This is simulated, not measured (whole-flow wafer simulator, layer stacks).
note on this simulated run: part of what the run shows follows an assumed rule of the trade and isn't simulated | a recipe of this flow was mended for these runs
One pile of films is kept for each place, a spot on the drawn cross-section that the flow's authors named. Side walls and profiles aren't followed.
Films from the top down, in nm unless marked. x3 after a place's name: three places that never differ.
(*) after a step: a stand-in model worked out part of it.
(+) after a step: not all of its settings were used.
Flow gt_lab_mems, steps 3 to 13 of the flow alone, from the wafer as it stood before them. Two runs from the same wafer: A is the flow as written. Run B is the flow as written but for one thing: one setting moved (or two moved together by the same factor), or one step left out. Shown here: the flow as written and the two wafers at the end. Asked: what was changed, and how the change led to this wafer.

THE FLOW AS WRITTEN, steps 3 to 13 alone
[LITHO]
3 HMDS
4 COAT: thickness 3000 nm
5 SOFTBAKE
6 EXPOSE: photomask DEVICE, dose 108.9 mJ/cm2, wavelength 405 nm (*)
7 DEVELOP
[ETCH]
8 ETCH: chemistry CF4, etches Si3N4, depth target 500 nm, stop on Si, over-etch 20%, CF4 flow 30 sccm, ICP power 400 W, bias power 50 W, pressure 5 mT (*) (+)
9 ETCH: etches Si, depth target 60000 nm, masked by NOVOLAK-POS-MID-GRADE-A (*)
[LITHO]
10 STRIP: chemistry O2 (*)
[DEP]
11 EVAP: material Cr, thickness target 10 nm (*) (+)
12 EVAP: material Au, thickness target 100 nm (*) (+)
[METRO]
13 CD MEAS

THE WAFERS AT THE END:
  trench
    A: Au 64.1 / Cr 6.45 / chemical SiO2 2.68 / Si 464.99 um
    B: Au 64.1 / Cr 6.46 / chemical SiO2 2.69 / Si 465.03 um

The cause: step 8, ETCH: depth target 440 nm was run, where the flow has depth target 500 nm.

How the change led to this, step by step:
  8 ETCH: chemistry CF4, etches Si3N4, depth target 500 nm, stop on Si, over-etch 20%, CF4 flow 30 sccm, ICP power 400 W, bias power 50 W, pressure 5 mT (*) (+)
      field: A g/i-line-resist -400 | B g/i-line-resist -352
      trench: A Si3N4 -500 (all of it), chemical SiO2 -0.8 (all of it), Si -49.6 | B Si3N4 -500 (all of it), chemical SiO2 -0.8 (all of it), Si -13.6
  10 STRIP: chemistry O2 (*)
      field: A g/i-line-resist -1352 (all of it) | B g/i-line-resist -1400 (all of it)
